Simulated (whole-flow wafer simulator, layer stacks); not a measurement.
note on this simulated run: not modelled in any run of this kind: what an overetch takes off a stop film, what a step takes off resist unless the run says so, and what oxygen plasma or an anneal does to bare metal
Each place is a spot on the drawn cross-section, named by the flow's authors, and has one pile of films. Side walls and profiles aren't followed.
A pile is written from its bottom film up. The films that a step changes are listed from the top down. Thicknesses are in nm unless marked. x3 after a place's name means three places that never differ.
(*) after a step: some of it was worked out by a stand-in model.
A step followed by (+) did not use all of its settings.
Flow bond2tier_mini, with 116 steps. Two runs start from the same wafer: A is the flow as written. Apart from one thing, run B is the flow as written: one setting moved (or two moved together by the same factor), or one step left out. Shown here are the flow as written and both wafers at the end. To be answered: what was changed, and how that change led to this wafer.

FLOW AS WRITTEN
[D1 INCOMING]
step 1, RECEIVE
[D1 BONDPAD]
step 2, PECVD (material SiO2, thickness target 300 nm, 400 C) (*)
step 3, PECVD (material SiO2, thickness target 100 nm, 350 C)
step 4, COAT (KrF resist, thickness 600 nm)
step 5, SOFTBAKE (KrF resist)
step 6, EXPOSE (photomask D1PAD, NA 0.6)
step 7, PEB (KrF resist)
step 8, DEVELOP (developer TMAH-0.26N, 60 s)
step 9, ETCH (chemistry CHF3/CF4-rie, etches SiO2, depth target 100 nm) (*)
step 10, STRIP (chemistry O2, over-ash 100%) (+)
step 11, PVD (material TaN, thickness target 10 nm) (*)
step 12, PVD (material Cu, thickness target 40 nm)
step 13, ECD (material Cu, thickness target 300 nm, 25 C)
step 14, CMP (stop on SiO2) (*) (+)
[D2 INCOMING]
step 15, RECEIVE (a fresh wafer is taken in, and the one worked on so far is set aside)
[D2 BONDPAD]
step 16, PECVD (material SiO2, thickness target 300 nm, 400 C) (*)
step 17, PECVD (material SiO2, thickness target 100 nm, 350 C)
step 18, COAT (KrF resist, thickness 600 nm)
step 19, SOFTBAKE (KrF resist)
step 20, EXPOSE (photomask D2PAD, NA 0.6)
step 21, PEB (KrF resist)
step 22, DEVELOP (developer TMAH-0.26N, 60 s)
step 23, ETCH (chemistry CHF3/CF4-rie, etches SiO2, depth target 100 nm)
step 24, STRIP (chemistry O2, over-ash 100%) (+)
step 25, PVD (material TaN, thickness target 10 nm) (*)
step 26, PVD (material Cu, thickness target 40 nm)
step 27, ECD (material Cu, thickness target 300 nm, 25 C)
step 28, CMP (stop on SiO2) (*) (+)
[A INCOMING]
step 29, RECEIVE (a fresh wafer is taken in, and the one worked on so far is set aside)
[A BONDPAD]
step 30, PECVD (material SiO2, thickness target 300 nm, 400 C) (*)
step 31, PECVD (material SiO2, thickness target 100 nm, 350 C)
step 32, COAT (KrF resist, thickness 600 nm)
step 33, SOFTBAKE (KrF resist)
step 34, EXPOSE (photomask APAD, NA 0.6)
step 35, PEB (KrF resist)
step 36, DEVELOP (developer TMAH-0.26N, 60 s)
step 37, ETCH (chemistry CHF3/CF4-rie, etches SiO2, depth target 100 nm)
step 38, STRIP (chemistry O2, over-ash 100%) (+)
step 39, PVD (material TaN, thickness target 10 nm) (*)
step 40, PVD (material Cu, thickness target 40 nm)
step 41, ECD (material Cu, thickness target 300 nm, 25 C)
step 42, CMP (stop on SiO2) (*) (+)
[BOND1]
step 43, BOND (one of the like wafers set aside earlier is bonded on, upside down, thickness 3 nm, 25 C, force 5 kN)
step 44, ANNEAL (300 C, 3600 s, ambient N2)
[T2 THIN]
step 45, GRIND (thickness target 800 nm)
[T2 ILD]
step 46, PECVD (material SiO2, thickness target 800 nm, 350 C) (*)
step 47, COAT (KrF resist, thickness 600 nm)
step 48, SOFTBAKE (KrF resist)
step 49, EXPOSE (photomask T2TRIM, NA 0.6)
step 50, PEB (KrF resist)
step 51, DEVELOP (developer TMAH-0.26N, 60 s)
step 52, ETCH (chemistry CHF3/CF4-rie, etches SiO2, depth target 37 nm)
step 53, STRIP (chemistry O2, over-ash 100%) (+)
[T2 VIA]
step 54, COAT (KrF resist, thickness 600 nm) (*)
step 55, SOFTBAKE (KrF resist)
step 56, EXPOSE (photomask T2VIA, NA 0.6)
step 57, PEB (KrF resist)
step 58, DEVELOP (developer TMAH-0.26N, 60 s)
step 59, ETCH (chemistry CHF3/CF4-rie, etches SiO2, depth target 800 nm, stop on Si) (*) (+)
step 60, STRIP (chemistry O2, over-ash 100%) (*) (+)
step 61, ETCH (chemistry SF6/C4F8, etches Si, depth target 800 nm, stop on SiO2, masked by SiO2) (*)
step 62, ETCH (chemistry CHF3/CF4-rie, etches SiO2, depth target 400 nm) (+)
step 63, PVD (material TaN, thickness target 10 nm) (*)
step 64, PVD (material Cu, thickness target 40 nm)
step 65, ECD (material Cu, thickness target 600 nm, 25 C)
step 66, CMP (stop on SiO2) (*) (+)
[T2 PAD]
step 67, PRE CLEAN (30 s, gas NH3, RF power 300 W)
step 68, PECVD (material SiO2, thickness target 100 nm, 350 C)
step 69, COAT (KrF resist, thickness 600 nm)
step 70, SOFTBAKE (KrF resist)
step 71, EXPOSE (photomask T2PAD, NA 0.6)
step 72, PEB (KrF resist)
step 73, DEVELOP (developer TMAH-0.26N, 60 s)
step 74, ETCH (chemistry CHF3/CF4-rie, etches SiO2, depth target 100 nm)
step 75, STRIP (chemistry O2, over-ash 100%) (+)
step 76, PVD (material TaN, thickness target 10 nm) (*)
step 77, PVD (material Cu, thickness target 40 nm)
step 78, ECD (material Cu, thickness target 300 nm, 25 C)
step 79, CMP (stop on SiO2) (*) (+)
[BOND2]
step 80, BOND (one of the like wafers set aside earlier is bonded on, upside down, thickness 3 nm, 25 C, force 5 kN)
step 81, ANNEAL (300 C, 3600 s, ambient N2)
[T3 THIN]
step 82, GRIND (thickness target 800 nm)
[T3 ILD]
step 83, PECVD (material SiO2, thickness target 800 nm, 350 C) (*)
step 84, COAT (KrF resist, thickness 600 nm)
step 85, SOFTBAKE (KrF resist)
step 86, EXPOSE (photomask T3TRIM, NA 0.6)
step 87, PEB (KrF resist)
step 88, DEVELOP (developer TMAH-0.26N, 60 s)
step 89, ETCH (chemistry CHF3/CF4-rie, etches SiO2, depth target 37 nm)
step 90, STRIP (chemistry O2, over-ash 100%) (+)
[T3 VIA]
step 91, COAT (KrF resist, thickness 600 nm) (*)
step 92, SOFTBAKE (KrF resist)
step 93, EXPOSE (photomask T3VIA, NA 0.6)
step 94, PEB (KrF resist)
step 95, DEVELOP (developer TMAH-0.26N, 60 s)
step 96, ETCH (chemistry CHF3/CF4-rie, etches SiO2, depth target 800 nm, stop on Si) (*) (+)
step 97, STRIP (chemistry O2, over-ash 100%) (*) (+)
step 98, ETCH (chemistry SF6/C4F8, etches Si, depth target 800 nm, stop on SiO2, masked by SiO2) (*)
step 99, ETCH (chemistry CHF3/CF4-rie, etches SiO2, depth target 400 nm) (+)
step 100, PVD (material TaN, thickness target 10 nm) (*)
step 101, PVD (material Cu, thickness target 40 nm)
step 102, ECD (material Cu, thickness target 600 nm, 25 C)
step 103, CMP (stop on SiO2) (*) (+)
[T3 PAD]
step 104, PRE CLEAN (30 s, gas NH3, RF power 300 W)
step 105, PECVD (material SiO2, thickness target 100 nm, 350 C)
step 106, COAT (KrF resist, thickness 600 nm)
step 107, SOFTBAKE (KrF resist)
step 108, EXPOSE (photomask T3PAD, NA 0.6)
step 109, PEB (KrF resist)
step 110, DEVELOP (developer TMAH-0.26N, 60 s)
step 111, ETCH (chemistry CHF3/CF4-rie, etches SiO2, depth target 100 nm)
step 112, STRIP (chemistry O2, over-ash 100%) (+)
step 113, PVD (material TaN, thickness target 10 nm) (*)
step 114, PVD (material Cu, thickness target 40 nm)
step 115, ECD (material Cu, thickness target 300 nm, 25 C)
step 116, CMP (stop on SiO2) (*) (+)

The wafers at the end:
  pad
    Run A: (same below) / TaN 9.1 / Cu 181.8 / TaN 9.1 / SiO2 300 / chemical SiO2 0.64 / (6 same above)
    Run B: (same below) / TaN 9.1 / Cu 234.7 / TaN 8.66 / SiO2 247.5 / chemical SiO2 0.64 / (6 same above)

What caused this: step 23, ETCH: depth target 152.5 nm was run, whereas the flow has depth target 100 nm.

How this came from the change, step by step:
  step 23, ETCH (chemistry CHF3/CF4-rie, etches SiO2, depth target 100 nm)
      pad, via: A SiO2 loses 100 | B SiO2 loses 152.5
      field: A KrF resist loses 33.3 | B KrF resist loses 50.8
  step 24, STRIP (chemistry O2, over-ash 100%) (+)
      field: A KrF resist loses 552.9 (all of it) | B KrF resist loses 535.4 (all of it)
  step 26, PVD (material Cu, thickness target 40 nm)
      pad: A Cu gains 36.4 (new film) | B Cu gains 34.7 (new film)
  step 27, ECD (material Cu, thickness target 300 nm, 25 C)
      pad: A Cu gains 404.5 | B Cu gains 459.2
      via: A Cu gains 400.2 | B Cu gains 453
  step 80, BOND (one of the like wafers set aside earlier is bonded on, upside down, thickness 3 nm, 25 C, force 5 kN)
      pad: A Si gains 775 um (new film), chemical SiO2 gains 0.64 (new film), SiO2 gains 300 (new film), TaN gains 9.1 (new film), Cu gains 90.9 | B Si gains 775 um (new film), chemical SiO2 gains 0.64 (new film), SiO2 gains 247.5 (new film), TaN gains 8.66 (new film), Cu gains 143.8
